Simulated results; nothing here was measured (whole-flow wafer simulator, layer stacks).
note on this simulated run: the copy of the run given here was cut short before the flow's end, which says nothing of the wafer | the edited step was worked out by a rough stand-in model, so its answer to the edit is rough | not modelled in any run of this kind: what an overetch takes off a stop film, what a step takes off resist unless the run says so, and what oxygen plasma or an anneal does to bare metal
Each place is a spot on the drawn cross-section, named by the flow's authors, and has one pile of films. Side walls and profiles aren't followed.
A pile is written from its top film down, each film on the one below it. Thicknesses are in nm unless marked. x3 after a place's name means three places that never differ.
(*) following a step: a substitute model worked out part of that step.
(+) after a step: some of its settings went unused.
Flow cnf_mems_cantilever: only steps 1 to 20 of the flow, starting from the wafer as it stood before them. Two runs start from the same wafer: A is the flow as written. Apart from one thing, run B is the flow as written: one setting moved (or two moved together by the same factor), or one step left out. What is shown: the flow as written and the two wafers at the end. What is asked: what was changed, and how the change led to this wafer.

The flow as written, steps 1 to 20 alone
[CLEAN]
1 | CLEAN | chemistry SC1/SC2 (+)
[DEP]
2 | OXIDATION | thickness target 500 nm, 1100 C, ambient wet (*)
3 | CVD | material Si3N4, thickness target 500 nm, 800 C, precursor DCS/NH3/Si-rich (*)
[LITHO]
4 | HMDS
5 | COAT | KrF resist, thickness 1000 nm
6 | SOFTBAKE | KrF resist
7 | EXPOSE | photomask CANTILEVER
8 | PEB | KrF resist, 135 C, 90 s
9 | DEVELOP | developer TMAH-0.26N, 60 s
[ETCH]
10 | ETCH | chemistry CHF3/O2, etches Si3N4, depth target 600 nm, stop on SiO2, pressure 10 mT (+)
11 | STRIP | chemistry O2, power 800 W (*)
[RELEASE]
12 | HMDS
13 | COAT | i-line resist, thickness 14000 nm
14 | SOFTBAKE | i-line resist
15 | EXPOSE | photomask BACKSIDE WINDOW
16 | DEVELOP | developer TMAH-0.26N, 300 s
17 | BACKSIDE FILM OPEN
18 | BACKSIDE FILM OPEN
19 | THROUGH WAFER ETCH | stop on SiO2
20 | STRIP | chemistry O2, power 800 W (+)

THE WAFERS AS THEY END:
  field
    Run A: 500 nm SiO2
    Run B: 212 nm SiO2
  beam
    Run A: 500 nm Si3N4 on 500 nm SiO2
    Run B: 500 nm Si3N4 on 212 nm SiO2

The reason: step 2, OXIDATION: thickness target 212 nm was run, whereas the flow has thickness target 500 nm.
The wafer itself shows it: field has SiO2 212, and step 2 as written asks for 500 nm.

How this came from the change, step by step:
  2 | OXIDATION | thickness target 500 nm, 1100 C, ambient wet (*)
      field, beam: A SiO2 gains 500 (new film), chemical SiO2 loses 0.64 (all of it), Si loses 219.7 | B SiO2 gains 212 (new film), chemical SiO2 loses 0.64 (all of it), Si loses 93
  19 | THROUGH WAFER ETCH | stop on SiO2
      field: A under 1 film: Si loses 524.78 um (all of it) | B under 1 film: Si loses 524.91 um (all of it)
      beam: A under 2 films: Si loses 524.78 um (all of it) | B under 2 films: Si loses 524.91 um (all of it)
